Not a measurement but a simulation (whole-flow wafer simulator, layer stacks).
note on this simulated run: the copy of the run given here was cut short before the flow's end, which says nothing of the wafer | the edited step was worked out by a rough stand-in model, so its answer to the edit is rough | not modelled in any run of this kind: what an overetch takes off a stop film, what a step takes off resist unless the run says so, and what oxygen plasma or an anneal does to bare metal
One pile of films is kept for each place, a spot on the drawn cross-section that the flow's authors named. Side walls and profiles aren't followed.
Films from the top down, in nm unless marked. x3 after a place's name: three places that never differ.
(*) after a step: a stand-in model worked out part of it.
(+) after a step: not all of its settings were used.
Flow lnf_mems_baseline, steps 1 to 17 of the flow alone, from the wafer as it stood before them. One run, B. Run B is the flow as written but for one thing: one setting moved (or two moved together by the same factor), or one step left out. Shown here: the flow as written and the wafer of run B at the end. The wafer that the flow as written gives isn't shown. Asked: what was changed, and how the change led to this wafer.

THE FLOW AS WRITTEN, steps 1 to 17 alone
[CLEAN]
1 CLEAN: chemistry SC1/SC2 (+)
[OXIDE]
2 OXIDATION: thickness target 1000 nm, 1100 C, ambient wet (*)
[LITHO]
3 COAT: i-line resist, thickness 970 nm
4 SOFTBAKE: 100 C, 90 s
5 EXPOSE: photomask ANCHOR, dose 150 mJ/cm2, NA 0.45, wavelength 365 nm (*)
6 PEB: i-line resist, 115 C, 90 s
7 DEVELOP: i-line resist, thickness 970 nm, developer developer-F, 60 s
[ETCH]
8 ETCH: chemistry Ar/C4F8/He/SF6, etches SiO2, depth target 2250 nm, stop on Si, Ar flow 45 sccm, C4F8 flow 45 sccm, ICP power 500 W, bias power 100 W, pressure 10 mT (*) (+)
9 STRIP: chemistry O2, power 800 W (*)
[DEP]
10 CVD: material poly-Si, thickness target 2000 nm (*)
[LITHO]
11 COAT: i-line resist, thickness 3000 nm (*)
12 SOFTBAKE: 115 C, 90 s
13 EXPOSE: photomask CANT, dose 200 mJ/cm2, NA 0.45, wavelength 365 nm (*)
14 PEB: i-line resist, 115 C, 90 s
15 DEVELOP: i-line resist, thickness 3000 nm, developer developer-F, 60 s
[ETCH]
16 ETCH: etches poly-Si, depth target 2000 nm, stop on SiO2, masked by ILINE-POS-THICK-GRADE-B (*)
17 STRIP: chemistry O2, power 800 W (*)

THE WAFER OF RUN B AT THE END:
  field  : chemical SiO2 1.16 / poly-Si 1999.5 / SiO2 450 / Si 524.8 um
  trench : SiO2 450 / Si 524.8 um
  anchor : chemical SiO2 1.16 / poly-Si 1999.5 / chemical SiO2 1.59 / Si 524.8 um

The cause: step 2, OXIDATION: thickness target 450 nm was run, where the flow has thickness target 1000 nm.
It can be read off the wafer: field has SiO2 450, and step 2 as written asks for 1000 nm.

How the change led to this, step by step:
  2 OXIDATION: thickness target 1000 nm, 1100 C, ambient wet (*)
      field, anchor, beam, trench, char_slit: SiO2 +450 (new film), chemical SiO2 -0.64 (all of it), Si -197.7 (as written it would be: SiO2 +1000 (new film), chemical SiO2 -0.64 (all of it), Si -439.7)
  8 ETCH: chemistry Ar/C4F8/He/SF6, etches SiO2, depth target 2250 nm, stop on Si, Ar flow 45 sccm, C4F8 flow 45 sccm, ICP power 500 W, bias power 100 W, pressure 10 mT (*) (+)
      field, beam, trench, char_slit: i-line resist -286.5 (as written it would be: i-line resist -561.5)
      anchor: SiO2 -450 (all of it) (as written it would be: SiO2 -1000 (all of it))
  9 STRIP: chemistry O2, power 800 W (*)
      field, beam, trench, char_slit: i-line resist -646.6 (all of it) (as written it would be: i-line resist -371.6 (all of it))
  10 CVD: material poly-Si, thickness target 2000 nm (*)
      anchor: poly-Si +2000 (new film) (as written it would be: poly-Si +2322 (new film))
  11 COAT: i-line resist, thickness 3000 nm (*)
      anchor: i-line resist +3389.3 (new film) (as written it would be: i-line resist +3611.6 (new film))
  12 SOFTBAKE: 115 C, 90 s
      anchor: i-line resist +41 (as written it would be: i-line resist +45.4)
      trench: i-line resist -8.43 (as written it would be: i-line resist -9.1)
  14 PEB: i-line resist, 115 C, 90 s
      anchor: i-line resist -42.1 (as written it would be: i-line resist -46.1)
  17 STRIP: chemistry O2, power 800 W (*)
      anchor: chemical SiO2 +1.16 (new film), i-line resist -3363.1 (all of it), poly-Si -0.51 (as written it would be: chemical SiO2 +1.17 (new film), i-line resist -3585.8 (all of it), poly-Si -0.52)
